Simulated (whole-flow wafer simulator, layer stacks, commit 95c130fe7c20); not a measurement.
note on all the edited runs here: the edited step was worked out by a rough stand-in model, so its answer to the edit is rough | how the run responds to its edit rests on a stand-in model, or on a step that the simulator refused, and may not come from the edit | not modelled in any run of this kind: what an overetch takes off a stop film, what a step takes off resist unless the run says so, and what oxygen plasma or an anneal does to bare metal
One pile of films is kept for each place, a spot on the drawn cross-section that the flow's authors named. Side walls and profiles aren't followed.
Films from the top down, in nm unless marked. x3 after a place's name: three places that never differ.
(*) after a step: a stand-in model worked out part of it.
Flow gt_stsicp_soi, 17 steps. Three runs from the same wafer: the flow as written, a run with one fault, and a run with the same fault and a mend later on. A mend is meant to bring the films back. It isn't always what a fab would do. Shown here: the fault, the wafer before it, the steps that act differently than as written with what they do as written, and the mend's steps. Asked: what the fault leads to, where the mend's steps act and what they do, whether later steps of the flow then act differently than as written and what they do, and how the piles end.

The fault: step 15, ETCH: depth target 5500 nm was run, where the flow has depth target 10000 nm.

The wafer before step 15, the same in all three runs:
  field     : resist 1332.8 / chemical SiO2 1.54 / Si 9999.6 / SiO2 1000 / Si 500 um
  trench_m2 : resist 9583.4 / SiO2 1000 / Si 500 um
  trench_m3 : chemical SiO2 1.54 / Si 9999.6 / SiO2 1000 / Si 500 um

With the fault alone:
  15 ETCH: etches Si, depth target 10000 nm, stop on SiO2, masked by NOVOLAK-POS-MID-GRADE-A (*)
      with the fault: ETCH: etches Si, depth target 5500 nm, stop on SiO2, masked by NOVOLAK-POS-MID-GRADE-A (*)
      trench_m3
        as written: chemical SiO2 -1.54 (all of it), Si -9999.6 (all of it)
        with the fault: chemical SiO2 -1.54 (all of it), Si -5500
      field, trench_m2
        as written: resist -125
        with the fault: resist -68.8
  Later steps of the flow that act differently than as written:
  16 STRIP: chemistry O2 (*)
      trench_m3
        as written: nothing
        with the fault: chemical SiO2 +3 (new film), Si -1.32
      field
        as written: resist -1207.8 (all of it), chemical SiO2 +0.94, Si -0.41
        with the fault: resist -1264 (all of it), chemical SiO2 +0.94, Si -0.42
  At the end the piles differ from the flow's by more than 2% or 0.5 nm, whichever is larger, at trench_m3.
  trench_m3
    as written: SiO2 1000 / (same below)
    with the fault: chemical SiO2 3 / Si 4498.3 / SiO2 1000 / (same below)

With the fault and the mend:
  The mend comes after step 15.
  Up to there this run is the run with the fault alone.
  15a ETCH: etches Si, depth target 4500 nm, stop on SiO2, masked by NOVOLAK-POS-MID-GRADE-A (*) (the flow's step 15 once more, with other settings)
      field, trench_m2
        resist -56.2
      trench_m3
        Si -4499.6 (all of it)
  No later step of the flow acts differently than as written at any place that is followed.
  At the end the piles are the same as the flow's at every place that both follow.
